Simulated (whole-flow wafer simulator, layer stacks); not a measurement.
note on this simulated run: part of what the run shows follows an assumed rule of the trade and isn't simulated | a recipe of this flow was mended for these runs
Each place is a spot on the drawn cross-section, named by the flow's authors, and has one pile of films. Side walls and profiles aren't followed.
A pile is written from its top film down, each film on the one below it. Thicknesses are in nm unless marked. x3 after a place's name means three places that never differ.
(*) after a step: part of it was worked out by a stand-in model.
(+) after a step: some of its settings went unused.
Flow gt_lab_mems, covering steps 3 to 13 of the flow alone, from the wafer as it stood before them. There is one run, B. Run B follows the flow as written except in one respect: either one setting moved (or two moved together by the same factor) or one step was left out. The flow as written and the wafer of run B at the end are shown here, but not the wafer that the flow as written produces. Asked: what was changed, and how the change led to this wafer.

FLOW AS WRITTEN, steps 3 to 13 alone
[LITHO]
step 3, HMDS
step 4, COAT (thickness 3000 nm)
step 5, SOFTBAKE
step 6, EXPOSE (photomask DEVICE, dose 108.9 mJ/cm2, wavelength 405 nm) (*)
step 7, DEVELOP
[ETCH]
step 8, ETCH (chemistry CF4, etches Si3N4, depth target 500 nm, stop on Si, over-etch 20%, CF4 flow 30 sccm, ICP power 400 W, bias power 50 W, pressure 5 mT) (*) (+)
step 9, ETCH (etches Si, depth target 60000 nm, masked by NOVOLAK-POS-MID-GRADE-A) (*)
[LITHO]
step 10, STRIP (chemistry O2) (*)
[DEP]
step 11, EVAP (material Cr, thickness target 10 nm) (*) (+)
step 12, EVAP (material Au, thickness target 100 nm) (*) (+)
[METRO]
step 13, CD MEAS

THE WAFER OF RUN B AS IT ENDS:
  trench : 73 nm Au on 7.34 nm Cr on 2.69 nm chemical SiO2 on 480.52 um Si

What caused this: step 8, ETCH: chemistry CF4, etches Si3N4, depth target 500 nm, stop on Si, over-etch 20%, CF4 flow 30 sccm, ICP power 400 W, bias power 50 W, pressure 5 mT (*) (+), was omitted.

How this came from the change, step by step:
  step 9, ETCH (etches Si, depth target 60000 nm, masked by NOVOLAK-POS-MID-GRADE-A) (*)
      trench: -500 Si3N4 (all of it), -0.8 chemical SiO2 (all of it), -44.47 um Si (in the flow as written it would be: -59.96 um Si)
  step 10, STRIP (chemistry O2) (*)
      field: -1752 g/i-line-resist (all of it) (in the flow as written it would be: -1352 g/i-line-resist (all of it))
  step 11, EVAP (material Cr, thickness target 10 nm) (*) (+)
      trench: +7.34 Cr (new film) (in the flow as written it would be: +6.45 Cr (new film))
  step 12, EVAP (material Au, thickness target 100 nm) (*) (+)
      trench: +73 Au (new film) (in the flow as written it would be: +64.1 Au (new film))
